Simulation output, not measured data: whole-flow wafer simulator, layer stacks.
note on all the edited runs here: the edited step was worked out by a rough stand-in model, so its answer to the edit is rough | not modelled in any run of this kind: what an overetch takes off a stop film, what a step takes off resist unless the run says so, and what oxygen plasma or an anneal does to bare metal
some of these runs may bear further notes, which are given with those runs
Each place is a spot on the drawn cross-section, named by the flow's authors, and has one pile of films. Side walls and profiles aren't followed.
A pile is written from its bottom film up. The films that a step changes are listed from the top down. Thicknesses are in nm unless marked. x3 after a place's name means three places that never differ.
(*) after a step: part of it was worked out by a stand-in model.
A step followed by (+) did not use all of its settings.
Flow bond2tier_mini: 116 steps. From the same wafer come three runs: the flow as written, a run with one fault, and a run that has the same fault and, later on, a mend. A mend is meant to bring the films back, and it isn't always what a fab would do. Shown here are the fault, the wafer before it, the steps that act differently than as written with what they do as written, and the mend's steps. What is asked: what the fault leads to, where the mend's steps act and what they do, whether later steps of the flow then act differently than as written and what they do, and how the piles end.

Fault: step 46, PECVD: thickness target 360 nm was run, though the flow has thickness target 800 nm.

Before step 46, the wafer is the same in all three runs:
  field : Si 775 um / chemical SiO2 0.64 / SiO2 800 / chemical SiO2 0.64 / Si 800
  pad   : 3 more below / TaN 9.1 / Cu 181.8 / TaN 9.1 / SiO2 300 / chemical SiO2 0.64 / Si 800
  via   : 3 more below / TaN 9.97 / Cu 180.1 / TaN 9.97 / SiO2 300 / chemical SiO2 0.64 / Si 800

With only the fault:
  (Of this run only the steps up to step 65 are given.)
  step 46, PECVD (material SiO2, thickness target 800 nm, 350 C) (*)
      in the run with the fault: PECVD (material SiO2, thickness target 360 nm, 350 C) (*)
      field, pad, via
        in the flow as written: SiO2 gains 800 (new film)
        in the run with the fault: SiO2 gains 360 (new film)
  Later steps of the flow acting differently than as written (1 other step is not shown; it differs only slightly, by no more than 2% or 0.5 nm, whichever is larger):
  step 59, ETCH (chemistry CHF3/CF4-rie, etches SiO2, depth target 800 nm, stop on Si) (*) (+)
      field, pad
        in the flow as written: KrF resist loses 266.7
        in the run with the fault: KrF resist loses 161.5
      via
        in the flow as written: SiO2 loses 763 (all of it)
        in the run with the fault: SiO2 loses 323 (all of it)
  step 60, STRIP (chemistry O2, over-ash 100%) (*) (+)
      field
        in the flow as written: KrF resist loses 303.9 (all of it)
        in the run with the fault: KrF resist loses 409.1 (all of it)
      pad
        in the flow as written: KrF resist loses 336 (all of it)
        in the run with the fault: KrF resist loses 441.1 (all of it)
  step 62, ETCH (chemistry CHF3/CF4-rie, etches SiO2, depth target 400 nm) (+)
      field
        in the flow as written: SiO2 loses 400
        in the run with the fault: SiO2 loses 352 (all of it), Si loses 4
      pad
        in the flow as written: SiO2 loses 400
        in the run with the fault: SiO2 loses 315 (all of it), Si loses 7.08
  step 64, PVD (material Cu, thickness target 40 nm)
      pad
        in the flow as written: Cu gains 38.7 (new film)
        in the run with the fault: Cu gains 40 (new film)
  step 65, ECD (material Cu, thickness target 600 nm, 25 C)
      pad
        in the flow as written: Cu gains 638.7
        in the run with the fault: Cu gains 603.1
  Once step 65 is done, the piles at field, pad depart from the flow's by more than 2% or 0.5 nm, whichever is larger.
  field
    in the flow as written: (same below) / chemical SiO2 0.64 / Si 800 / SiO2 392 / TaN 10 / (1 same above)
    in the run with the fault: (same below) / chemical SiO2 0.64 / Si 796 / TaN 10 / (1 same above)
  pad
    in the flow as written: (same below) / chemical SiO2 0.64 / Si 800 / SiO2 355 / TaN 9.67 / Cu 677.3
    in the run with the fault: (same below) / chemical SiO2 0.64 / Si 792.9 / TaN 10 / Cu 643.1

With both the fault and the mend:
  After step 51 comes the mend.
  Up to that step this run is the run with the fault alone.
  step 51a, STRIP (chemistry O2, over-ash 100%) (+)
      field
        KrF resist loses 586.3 (all of it)
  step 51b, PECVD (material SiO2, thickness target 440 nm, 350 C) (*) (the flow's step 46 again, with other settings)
      field, pad, via
        SiO2 gains 440
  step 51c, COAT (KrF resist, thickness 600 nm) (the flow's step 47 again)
      field, pad, via
        KrF resist gains 600 (new film)
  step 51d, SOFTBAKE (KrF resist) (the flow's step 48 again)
      leaves every film unchanged at each place that is followed
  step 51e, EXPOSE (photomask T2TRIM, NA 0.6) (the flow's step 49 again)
      leaves every film unchanged at each place that is followed
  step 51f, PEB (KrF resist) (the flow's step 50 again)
      leaves every film unchanged at each place that is followed
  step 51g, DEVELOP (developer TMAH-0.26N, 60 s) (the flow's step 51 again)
      pad, via
        KrF resist loses 600 (all of it)
      field
        KrF resist loses 13.7
  Every later step of the flow that is run acts as written at every place that is followed.
  By the end, the piles equal the flow's at every place that both follow.
